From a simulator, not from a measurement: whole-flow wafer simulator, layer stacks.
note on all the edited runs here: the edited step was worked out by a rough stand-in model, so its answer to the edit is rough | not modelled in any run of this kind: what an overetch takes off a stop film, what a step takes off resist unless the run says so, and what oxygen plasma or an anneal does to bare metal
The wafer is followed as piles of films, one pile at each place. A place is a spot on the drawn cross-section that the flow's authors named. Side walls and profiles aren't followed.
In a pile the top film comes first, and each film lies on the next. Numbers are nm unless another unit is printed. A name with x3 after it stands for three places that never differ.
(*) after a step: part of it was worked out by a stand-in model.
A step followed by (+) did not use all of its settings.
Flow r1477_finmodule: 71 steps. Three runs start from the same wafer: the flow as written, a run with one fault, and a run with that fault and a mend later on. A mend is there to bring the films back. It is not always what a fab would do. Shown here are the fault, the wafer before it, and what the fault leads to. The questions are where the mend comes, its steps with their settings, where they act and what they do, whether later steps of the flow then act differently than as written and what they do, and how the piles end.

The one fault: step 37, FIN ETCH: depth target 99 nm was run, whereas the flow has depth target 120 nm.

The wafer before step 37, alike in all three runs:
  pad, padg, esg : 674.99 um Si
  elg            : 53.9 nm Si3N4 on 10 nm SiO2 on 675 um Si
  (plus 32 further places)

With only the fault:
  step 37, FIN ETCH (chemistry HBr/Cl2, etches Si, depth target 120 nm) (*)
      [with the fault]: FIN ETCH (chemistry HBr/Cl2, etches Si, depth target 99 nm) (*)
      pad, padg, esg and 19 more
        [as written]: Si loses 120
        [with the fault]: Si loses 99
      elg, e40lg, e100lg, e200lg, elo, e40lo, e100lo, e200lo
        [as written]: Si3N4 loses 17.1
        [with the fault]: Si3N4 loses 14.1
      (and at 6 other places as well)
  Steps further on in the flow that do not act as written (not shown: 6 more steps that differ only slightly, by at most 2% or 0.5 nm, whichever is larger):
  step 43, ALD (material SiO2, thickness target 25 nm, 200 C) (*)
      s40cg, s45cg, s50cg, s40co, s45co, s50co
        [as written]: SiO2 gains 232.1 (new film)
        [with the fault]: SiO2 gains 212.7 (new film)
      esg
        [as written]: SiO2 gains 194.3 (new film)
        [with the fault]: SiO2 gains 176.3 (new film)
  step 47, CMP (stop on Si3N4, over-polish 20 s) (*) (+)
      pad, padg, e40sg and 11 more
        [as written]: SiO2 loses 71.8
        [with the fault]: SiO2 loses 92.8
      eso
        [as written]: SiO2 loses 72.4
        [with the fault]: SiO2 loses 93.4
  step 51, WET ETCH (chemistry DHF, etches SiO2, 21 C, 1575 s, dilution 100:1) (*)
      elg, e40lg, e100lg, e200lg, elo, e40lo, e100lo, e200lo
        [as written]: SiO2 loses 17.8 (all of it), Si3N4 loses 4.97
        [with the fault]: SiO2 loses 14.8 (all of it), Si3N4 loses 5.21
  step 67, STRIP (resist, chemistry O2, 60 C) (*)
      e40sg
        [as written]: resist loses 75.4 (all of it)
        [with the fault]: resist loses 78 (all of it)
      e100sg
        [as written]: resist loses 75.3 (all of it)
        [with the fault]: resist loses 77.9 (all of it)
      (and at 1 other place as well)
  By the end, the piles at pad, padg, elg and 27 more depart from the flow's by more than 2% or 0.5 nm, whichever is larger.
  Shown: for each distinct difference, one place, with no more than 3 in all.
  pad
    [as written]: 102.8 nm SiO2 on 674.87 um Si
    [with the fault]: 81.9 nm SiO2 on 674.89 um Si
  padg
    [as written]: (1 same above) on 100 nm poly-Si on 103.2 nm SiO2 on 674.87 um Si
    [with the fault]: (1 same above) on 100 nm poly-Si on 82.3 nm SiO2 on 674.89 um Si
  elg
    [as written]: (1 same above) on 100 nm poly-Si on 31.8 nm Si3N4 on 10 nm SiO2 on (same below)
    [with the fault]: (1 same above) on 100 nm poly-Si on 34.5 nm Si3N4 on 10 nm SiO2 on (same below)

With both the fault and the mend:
  The mend stands after step 38.
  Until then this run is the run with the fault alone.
  step 38a, FIN ETCH (chemistry HBr/Cl2, etches Si, depth target 21 nm) (*) (the flow's step 37 again, with other settings)
      pad, padg, esg and 19 more
        Si loses 21
      elg, e40lg, e100lg, e200lg, elo, e40lo, e100lo, e200lo
        Si3N4 loses 3
      s40sg_line, s45sg_line, s50sg_line, s40so_line, s45so_line, s50so_line
        SiO2 loses 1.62
  None of the later steps of the flow acts differently than as written at any place that is followed.
  The piles end the same as the flow's at every place that both follow.
